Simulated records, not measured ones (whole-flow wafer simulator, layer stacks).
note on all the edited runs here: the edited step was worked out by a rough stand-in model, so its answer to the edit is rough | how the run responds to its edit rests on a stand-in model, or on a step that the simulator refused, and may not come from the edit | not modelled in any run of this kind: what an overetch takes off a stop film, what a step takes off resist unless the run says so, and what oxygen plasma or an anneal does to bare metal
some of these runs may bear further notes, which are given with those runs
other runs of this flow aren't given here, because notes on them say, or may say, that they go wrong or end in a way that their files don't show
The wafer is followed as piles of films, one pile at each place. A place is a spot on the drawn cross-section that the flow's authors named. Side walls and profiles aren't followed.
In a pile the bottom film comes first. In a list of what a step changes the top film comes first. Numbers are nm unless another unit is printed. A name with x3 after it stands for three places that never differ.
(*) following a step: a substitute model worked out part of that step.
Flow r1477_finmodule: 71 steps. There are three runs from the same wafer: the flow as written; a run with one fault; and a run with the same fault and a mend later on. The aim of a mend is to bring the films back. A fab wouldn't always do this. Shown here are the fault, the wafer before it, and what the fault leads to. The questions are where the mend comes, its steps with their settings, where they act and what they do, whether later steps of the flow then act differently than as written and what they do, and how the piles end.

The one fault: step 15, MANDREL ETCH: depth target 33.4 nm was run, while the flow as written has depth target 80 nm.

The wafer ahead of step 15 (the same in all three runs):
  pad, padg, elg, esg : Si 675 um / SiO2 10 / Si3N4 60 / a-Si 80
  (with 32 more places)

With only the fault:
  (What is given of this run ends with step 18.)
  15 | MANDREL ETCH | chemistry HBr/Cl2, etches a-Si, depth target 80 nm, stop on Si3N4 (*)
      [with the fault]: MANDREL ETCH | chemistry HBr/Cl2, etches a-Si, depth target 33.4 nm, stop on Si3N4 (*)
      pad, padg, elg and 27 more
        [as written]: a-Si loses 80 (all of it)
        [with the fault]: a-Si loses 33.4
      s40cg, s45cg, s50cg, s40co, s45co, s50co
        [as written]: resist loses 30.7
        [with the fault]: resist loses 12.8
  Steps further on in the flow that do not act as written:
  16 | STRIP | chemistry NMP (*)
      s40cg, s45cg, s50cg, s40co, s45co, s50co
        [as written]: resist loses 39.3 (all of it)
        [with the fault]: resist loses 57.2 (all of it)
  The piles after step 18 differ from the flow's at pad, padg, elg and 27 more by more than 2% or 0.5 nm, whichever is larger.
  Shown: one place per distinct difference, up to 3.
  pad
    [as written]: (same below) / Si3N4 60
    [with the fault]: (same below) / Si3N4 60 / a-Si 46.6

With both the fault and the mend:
  The mend stands after step 15.
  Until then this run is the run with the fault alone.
  15a | MANDREL ETCH | chemistry HBr/Cl2, etches a-Si, depth target 46.6 nm, stop on Si3N4 (*) (a further turn of the flow's step 15, with different settings)
      pad, padg, elg and 27 more
        a-Si loses 46.6 (all of it)
      s40cg, s45cg, s50cg, s40co, s45co, s50co
        resist loses 17.9
  None of the later steps of the flow acts differently than as written at any place that is followed.
  The piles end the same as the flow's at every place that both follow.
